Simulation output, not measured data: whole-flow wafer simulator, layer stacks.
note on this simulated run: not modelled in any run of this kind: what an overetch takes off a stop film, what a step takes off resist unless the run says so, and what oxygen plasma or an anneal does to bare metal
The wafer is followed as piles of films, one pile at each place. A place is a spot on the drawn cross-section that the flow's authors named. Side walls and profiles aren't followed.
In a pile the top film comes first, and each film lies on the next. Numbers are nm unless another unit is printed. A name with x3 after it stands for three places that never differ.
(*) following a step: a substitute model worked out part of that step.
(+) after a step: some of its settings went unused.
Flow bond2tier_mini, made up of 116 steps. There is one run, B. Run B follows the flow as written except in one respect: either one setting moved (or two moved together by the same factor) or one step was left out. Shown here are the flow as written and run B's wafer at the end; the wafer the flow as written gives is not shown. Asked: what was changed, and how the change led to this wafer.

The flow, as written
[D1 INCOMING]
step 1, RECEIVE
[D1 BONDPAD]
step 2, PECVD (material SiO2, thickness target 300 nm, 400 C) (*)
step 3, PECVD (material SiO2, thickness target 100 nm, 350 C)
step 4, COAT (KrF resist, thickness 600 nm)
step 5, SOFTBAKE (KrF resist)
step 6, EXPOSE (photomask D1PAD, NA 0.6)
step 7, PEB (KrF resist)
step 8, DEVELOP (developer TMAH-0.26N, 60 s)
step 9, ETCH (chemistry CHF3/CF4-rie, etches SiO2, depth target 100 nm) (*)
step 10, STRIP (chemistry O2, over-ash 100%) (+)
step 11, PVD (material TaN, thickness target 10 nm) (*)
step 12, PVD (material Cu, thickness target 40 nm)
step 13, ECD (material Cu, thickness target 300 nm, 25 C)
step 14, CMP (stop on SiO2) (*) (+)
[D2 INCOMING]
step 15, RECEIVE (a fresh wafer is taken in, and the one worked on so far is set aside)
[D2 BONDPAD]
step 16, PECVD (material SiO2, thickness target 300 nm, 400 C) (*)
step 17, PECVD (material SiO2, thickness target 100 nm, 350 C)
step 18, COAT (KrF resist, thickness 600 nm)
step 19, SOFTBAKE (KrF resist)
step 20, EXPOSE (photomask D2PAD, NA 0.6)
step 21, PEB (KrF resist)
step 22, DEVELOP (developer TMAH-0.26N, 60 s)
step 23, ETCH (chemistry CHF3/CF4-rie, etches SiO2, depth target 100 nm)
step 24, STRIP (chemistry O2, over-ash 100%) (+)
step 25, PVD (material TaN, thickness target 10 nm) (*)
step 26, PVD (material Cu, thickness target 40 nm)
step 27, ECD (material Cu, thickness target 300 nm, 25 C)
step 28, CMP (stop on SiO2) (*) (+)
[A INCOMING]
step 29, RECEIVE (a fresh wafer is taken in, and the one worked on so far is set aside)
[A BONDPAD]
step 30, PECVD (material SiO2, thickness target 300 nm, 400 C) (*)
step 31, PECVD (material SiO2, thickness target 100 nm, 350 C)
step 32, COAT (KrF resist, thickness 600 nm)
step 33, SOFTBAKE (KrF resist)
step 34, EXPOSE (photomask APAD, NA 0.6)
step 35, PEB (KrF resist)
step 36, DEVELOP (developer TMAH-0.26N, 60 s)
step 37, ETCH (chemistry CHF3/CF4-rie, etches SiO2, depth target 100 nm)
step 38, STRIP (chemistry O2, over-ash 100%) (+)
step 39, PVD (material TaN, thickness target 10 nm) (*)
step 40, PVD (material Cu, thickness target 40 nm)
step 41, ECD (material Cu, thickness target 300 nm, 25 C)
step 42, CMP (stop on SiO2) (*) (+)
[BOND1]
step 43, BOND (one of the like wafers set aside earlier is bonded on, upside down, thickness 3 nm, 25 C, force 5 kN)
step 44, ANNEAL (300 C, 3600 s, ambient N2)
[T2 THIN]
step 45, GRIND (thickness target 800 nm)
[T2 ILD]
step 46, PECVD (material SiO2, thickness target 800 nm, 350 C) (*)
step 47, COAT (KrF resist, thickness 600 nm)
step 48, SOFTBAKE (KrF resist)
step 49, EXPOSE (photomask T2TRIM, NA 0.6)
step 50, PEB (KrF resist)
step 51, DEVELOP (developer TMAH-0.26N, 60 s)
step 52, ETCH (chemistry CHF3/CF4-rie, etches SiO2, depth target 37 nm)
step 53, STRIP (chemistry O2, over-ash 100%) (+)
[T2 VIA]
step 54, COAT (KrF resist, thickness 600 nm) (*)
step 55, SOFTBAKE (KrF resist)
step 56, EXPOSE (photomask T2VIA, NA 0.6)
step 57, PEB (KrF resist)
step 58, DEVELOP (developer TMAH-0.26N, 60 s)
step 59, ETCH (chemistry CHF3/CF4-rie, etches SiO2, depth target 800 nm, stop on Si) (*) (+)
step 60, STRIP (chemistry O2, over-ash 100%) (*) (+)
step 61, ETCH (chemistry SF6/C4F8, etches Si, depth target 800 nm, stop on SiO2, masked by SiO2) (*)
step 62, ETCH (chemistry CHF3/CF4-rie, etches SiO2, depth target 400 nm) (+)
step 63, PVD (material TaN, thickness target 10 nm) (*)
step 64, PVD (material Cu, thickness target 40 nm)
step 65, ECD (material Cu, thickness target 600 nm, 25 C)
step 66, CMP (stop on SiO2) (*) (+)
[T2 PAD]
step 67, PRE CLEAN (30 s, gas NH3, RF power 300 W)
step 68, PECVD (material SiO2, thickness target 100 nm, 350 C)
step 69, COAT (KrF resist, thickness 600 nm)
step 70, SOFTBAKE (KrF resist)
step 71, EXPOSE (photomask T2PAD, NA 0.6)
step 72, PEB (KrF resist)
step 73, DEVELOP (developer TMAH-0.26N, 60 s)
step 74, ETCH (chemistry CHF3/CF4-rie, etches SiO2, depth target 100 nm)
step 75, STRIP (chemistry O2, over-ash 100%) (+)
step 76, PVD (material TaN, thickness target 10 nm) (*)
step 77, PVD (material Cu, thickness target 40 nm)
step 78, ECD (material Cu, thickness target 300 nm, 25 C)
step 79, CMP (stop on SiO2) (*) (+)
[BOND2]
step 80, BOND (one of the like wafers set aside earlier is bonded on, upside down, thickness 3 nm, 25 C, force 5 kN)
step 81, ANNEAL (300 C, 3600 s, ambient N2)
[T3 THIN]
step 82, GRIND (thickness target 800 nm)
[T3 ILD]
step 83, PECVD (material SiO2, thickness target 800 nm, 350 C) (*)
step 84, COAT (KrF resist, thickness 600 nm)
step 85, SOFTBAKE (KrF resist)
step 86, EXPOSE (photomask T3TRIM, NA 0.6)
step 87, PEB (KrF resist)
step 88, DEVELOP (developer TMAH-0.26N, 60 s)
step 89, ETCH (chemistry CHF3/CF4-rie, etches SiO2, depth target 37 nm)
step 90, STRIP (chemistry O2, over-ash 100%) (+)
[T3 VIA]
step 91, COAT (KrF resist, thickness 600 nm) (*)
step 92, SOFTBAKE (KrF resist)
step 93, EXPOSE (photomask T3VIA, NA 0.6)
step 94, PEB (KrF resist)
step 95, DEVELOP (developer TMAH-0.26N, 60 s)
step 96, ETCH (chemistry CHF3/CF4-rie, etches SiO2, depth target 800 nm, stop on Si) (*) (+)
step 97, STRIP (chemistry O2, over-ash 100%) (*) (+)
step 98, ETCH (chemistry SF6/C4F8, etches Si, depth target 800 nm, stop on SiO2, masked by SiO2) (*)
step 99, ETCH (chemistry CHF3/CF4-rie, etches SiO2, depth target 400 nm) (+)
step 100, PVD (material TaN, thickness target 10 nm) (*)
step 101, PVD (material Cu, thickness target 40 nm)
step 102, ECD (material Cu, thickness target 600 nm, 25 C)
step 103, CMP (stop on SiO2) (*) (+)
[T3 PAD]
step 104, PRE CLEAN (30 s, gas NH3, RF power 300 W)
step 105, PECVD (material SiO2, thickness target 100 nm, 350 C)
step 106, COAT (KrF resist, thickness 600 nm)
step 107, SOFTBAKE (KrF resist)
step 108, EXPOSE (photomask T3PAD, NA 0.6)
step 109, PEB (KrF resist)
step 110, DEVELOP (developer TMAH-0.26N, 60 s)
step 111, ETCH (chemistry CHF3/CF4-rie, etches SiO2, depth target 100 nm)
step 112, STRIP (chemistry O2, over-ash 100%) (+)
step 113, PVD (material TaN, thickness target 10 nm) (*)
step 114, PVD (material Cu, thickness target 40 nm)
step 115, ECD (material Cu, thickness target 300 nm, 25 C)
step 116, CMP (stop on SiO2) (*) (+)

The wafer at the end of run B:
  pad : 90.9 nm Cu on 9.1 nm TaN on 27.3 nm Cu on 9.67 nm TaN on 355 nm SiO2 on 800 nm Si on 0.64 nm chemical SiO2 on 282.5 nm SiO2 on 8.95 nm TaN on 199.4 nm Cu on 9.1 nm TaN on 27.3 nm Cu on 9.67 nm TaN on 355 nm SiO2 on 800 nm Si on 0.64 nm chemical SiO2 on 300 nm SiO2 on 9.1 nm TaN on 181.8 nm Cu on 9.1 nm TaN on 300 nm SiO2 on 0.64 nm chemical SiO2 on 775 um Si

The reason: step 23, ETCH: depth target 117.5 nm was run, though the flow has depth target 100 nm.

The path from the change to this, step by step:
  step 23, ETCH (chemistry CHF3/CF4-rie, etches SiO2, depth target 100 nm)
      pad, via: -117.5 SiO2 (it would be, as written: -100 SiO2)
      field: -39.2 KrF resist (it would be, as written: -33.3 KrF resist)
  step 27, ECD (material Cu, thickness target 300 nm, 25 C)
      pad: +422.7 Cu (it would be, as written: +404.5 Cu)
      via: +417.8 Cu (it would be, as written: +400.2 Cu)
  step 80, BOND (one of the like wafers set aside earlier is bonded on, upside down, thickness 3 nm, 25 C, force 5 kN)
      pad: +775 um Si (new film), +0.64 chemical SiO2 (new film), +282.5 SiO2 (new film), +8.95 TaN (new film), +108.5 Cu (it would be, as written: +775 um Si (new film), +0.64 chemical SiO2 (new film), +300 SiO2 (new film), +9.1 TaN (new film), +90.9 Cu)
